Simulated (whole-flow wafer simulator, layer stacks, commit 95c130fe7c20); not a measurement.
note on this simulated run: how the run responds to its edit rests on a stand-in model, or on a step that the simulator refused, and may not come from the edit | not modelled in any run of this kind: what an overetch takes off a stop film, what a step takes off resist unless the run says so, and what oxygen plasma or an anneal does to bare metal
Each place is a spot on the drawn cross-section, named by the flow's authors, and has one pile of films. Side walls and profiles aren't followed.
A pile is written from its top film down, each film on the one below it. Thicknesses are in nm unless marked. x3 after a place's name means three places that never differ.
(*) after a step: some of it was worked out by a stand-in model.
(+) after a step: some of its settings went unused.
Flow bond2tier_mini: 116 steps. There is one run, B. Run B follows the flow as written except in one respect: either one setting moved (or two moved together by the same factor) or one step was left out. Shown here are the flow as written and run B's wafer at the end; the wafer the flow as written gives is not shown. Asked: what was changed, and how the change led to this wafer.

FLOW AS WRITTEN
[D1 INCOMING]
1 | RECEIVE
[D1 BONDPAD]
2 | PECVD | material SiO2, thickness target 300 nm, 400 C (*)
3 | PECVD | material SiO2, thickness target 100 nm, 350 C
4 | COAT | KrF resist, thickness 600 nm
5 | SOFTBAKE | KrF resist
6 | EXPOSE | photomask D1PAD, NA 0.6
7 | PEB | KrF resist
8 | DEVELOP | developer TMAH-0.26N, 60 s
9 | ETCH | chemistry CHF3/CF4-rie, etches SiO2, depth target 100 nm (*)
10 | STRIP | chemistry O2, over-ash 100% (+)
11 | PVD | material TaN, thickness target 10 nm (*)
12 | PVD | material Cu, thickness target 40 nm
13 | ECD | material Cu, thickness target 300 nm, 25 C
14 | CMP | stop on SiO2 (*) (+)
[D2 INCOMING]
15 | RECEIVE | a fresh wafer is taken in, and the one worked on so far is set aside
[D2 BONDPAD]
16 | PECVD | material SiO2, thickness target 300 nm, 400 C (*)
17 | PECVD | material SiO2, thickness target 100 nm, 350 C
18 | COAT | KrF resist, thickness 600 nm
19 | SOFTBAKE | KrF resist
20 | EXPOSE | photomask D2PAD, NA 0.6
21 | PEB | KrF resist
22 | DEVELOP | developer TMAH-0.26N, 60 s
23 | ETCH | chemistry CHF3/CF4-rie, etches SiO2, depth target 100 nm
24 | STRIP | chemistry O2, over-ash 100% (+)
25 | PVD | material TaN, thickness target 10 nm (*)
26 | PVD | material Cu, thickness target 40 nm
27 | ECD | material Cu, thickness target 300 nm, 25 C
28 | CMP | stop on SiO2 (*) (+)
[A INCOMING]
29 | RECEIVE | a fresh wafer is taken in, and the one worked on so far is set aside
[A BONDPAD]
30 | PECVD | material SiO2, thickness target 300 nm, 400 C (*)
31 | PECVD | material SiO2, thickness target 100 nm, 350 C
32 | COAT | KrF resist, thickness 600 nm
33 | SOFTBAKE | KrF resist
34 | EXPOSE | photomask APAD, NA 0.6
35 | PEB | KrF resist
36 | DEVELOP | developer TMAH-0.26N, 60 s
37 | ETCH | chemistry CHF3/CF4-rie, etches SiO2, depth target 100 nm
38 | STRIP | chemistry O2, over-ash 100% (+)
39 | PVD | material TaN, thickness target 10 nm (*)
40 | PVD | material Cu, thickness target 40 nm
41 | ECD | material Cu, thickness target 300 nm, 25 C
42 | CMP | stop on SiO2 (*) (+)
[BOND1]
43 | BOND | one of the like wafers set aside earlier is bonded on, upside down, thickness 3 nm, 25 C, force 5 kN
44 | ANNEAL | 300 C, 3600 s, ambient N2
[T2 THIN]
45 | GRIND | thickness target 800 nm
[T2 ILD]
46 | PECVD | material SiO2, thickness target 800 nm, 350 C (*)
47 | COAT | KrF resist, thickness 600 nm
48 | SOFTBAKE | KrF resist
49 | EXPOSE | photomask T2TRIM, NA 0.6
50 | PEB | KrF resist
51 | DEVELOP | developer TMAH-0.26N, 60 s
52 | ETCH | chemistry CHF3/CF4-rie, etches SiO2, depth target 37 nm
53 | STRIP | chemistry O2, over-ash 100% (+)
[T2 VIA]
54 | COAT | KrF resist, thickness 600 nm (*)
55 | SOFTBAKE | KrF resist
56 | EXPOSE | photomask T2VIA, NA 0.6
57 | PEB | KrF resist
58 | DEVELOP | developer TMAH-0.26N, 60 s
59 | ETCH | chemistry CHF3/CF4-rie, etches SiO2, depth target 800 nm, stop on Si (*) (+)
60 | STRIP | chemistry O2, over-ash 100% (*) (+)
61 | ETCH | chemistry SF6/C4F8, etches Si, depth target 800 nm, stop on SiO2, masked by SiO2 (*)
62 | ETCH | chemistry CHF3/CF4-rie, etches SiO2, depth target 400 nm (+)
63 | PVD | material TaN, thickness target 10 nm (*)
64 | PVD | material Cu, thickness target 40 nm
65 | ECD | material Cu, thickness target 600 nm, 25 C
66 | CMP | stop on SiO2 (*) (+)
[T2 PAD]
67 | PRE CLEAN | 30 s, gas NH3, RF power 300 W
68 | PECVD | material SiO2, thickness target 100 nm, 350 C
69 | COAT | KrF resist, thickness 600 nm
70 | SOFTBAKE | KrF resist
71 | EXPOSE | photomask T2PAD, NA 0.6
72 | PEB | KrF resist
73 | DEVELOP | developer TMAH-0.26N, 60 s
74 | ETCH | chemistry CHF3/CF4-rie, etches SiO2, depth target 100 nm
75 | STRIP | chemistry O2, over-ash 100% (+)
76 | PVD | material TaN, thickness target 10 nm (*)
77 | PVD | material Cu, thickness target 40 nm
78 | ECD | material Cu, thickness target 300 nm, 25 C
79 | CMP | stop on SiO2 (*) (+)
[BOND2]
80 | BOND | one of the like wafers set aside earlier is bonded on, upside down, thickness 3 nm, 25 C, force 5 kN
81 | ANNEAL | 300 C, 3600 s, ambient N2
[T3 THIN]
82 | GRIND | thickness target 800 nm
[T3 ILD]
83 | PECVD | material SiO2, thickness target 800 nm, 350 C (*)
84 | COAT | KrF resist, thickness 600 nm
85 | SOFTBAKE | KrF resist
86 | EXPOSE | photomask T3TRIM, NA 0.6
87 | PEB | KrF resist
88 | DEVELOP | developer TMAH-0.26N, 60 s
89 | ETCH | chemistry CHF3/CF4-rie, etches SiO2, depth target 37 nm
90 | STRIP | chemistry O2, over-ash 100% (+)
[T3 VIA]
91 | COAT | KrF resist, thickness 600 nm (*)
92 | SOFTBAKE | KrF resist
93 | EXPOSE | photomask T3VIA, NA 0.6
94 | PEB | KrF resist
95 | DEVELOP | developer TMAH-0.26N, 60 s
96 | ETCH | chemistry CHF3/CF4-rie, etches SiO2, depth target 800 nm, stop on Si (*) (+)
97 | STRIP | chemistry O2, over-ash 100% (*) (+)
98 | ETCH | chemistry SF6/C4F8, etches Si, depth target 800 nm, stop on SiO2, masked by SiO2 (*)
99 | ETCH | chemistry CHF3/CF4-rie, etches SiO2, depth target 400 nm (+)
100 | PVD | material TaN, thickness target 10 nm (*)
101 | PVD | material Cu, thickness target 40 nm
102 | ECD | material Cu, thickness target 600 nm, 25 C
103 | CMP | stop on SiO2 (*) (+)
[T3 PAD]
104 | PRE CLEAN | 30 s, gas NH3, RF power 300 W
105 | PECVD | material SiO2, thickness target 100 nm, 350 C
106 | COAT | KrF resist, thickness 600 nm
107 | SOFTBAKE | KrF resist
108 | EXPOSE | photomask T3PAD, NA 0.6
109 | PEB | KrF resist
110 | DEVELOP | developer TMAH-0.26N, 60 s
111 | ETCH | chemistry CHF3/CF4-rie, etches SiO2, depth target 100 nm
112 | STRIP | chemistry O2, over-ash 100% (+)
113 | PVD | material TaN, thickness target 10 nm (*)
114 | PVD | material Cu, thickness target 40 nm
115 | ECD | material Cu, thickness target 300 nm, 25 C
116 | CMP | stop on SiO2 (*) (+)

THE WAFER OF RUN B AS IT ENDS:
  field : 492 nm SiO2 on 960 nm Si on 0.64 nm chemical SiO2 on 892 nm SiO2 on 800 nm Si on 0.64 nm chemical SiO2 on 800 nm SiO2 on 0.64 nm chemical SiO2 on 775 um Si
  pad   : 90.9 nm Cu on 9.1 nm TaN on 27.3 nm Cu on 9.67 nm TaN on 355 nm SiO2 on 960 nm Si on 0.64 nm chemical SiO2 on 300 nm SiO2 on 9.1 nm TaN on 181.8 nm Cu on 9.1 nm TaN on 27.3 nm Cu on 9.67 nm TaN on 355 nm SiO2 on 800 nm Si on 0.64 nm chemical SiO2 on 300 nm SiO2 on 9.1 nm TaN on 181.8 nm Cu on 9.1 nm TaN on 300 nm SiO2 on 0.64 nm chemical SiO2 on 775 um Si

The reason: step 82, GRIND: thickness target 960 nm was run, though the flow has thickness target 800 nm.
One can read it off the wafer: field has Si 960, and step 82 as written asks for 800 nm.

How this came from the change, step by step:
  82 | GRIND | thickness target 800 nm
      field, pad: Si loses 774.04 um (in the flow as written it would be: Si loses 774.2 um)
